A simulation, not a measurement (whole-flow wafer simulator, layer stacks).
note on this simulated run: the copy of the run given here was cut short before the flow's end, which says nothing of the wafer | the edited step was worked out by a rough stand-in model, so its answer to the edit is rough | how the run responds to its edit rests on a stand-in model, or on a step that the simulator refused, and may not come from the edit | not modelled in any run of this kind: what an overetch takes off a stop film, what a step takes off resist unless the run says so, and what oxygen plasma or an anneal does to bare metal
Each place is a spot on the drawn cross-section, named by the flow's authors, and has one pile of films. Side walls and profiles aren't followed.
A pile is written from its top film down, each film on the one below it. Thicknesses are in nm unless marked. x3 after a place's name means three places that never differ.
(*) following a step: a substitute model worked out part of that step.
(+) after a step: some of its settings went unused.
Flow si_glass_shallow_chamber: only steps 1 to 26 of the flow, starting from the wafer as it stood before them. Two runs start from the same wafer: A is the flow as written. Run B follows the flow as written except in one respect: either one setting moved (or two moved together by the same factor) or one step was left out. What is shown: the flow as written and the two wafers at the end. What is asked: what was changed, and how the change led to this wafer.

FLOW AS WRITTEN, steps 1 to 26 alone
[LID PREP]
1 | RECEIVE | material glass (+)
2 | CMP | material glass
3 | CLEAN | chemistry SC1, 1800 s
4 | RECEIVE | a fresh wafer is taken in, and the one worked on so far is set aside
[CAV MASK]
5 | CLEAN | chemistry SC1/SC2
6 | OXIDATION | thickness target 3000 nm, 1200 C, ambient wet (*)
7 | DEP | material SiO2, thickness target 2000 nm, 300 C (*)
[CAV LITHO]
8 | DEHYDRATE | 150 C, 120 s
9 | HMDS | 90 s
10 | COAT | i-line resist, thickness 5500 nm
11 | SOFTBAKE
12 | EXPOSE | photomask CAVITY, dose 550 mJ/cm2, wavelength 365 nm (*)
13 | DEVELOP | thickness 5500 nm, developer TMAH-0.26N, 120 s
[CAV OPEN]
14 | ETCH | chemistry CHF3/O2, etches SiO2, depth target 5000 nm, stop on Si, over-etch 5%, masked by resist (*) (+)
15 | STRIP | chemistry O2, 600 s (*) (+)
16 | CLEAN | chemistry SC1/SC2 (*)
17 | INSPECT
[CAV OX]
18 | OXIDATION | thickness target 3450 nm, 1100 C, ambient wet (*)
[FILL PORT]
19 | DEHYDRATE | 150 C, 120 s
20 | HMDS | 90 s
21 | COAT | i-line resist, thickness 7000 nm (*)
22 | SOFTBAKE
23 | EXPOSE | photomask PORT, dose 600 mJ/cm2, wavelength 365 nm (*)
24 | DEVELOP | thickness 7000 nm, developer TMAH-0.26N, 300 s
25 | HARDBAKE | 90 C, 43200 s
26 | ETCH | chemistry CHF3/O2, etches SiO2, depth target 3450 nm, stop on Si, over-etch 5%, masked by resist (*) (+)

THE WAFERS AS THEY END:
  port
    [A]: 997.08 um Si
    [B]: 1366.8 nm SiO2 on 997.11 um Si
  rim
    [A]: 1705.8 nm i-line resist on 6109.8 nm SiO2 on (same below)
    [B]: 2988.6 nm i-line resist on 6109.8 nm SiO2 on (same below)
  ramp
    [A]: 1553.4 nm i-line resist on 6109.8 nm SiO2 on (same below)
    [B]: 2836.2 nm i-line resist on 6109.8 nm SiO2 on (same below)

Cause: step 26, ETCH: depth target 1984 nm was run, while the flow as written has depth target 3450 nm.

The path from the change to this, step by step:
  26 | ETCH | chemistry CHF3/O2, etches SiO2, depth target 3450 nm, stop on Si, over-etch 5%, masked by resist (*) (+)
      port: A SiO2 loses 3450 (all of it), Si loses 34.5 | B SiO2 loses 2083.2
      rim, ramp, cav, ring: A i-line resist loses 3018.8 | B i-line resist loses 1736
      (as well as at 1 more place)
